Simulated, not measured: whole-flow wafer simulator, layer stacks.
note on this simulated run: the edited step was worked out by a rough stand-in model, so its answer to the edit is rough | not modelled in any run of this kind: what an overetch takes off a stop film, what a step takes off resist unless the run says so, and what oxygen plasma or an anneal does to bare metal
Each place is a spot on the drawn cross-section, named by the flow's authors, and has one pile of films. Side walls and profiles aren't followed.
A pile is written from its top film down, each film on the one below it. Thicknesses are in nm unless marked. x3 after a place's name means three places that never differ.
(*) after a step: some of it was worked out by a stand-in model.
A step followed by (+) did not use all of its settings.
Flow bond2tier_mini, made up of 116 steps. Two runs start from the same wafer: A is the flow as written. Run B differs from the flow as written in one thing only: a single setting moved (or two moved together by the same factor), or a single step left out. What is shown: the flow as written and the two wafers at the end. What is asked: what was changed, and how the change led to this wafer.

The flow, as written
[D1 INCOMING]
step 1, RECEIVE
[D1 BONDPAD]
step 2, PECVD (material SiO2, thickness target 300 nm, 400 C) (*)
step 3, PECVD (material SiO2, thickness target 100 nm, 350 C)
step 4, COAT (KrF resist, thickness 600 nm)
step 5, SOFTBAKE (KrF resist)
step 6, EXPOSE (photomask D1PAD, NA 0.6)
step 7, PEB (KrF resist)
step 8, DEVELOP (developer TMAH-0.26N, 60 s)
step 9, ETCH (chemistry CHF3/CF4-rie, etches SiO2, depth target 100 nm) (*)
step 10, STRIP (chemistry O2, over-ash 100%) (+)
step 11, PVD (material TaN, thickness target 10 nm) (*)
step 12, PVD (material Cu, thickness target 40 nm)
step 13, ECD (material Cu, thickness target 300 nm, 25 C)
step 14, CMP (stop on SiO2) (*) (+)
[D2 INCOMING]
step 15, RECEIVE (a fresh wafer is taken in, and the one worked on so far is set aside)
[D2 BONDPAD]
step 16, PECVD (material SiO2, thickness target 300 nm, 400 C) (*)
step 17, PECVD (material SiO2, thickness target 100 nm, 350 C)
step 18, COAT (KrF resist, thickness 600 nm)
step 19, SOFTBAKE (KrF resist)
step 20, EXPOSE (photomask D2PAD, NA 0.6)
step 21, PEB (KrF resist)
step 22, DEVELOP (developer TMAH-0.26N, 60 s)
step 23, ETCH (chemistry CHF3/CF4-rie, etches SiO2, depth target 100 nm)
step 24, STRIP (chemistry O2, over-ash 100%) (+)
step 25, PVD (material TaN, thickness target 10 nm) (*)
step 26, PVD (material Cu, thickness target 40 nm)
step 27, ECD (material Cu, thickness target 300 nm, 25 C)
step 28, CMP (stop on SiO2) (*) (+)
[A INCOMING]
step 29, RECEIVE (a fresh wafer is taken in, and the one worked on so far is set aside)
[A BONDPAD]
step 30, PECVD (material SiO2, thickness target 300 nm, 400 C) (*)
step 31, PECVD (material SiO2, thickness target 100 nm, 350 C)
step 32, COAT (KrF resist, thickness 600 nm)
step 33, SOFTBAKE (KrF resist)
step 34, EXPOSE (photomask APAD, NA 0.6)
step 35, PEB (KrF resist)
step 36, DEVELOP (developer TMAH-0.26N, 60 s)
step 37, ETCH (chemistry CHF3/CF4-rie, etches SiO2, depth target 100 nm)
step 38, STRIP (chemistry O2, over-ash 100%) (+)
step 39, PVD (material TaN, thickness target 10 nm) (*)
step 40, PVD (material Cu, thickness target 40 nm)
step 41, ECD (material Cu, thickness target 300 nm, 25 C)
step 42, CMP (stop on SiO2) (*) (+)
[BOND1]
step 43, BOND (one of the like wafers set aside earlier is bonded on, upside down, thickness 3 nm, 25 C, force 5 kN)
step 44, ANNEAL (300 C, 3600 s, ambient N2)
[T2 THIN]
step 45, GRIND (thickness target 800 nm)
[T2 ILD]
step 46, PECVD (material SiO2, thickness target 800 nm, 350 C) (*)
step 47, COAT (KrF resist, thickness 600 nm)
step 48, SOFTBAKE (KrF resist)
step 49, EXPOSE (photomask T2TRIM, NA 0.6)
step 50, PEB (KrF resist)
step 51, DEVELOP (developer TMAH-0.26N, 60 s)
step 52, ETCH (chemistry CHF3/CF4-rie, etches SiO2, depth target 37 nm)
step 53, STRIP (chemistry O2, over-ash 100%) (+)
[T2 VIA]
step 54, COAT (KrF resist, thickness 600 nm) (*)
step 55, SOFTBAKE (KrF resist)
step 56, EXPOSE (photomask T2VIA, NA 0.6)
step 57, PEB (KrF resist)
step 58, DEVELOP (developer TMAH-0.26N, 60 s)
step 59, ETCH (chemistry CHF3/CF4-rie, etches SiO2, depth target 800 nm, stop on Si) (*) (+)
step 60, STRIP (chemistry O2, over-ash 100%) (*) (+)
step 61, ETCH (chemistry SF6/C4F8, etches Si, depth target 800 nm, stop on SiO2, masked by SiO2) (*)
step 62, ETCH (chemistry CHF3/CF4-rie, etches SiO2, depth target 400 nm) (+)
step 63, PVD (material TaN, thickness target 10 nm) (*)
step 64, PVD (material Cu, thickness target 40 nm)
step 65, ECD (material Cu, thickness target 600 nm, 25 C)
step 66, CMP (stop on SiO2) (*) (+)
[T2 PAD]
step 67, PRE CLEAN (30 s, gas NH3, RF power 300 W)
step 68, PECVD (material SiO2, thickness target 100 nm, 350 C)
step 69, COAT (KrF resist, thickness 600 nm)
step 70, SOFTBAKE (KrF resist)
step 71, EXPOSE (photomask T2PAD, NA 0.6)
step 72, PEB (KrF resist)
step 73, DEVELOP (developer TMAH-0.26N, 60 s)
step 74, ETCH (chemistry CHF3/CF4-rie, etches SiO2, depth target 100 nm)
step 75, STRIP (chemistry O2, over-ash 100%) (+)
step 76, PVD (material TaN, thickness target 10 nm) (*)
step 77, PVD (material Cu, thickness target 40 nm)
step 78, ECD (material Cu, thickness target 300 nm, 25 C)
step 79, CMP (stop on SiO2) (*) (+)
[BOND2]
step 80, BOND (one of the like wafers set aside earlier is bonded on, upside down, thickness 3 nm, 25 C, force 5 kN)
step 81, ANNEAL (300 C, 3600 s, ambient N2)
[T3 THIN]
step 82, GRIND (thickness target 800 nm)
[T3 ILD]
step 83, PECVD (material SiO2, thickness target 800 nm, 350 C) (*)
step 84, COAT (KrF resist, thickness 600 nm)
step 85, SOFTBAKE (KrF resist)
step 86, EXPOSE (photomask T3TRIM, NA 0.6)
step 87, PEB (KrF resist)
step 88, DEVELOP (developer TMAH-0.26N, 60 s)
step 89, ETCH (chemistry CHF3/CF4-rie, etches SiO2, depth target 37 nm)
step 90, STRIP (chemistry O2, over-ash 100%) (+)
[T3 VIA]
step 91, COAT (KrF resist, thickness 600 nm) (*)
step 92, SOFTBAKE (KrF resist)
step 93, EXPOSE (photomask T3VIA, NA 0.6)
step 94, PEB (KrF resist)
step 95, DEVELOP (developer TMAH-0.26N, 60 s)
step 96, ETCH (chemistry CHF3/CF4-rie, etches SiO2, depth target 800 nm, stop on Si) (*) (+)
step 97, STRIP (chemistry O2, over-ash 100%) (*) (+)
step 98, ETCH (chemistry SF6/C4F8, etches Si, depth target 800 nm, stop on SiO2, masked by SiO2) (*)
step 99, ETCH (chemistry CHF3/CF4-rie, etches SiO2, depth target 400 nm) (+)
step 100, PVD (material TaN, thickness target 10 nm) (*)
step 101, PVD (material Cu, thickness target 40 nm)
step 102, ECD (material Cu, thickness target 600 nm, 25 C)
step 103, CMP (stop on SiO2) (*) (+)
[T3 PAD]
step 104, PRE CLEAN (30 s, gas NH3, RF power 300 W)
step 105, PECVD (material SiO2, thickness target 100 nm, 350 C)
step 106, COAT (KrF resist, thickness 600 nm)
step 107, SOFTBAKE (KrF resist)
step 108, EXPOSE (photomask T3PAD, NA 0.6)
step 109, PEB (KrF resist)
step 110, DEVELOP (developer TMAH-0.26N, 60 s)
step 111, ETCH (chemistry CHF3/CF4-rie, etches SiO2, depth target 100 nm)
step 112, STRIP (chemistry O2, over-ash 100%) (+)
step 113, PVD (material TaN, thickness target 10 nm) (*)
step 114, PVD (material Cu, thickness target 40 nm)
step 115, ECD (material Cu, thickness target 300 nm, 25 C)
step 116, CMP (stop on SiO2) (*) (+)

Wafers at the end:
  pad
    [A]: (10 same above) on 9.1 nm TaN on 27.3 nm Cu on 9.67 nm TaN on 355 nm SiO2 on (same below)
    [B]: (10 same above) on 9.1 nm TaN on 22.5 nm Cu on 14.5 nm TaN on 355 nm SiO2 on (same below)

The reason: step 63, PVD: thickness target 15 nm was run, whereas the flow has thickness target 10 nm.

The path from the change to this, step by step:
  step 63, PVD (material TaN, thickness target 10 nm) (*)
      field: A +10 TaN (new film) | B +15 TaN (new film)
      pad: A +9.67 TaN (new film) | B +14.5 TaN (new film)
  step 66, CMP (stop on SiO2) (*) (+)
      field: A -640 Cu (all of it), -10 TaN (all of it) | B -640 Cu (all of it), -15 TaN (all of it)
